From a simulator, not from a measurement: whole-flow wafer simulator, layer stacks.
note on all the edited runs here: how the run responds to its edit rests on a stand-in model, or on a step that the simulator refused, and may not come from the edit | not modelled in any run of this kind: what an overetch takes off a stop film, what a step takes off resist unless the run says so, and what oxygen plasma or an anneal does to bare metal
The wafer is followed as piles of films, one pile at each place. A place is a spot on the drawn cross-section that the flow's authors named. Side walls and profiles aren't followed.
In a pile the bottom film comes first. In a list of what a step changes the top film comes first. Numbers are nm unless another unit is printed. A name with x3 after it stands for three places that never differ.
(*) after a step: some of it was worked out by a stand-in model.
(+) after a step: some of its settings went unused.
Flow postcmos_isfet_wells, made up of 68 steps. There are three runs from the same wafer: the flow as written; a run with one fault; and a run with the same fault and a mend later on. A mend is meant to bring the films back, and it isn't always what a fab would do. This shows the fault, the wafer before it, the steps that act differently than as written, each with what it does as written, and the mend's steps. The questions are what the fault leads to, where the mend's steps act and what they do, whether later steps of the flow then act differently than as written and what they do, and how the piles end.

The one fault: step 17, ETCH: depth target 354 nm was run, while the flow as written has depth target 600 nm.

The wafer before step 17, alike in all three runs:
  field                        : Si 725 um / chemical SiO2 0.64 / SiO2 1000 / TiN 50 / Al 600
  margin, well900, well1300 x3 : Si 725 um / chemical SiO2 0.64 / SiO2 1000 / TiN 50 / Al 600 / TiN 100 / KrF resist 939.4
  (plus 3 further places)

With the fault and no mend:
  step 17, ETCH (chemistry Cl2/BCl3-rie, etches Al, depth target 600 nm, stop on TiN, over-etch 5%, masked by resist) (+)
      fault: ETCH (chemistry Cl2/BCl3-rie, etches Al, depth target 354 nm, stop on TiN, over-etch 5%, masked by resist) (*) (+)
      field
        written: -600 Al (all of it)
        fault: -354 Al
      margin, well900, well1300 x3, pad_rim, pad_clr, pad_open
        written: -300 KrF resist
        fault: -177 KrF resist
  Steps later in the flow that act otherwise than as written:
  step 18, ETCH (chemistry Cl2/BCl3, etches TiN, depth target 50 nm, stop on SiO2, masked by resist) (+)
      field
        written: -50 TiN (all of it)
        fault: -50 Al
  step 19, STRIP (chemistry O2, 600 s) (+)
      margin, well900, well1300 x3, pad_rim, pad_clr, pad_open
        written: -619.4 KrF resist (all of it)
        fault: -742.4 KrF resist (all of it)
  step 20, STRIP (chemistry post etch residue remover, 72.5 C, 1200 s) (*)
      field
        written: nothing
        fault: -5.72 Al
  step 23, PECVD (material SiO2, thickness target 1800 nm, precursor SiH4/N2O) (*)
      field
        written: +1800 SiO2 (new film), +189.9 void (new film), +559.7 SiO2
        fault: +2309.3 SiO2 (new film)
  By the end, the piles at field depart from the flow's by more than 2% or 0.5 nm, whichever is larger.
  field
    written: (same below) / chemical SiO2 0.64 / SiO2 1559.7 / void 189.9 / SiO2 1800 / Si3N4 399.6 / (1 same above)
    fault: (same below) / chemical SiO2 0.64 / SiO2 1000 / TiN 50 / Al 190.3 / SiO2 2309.3 / Si3N4 399.6 / (1 same above)

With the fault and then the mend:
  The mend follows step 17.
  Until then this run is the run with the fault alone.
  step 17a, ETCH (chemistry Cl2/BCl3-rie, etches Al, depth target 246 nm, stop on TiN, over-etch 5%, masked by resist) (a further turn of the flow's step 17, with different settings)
      margin, well900, well1300 x3, pad_rim, pad_clr, pad_open
        -123 KrF resist
      field
        -246 Al (all of it)
  Later steps of the flow that are run all act as written at every place that is followed.
  At every place that both follow, the piles at the end match the flow's.
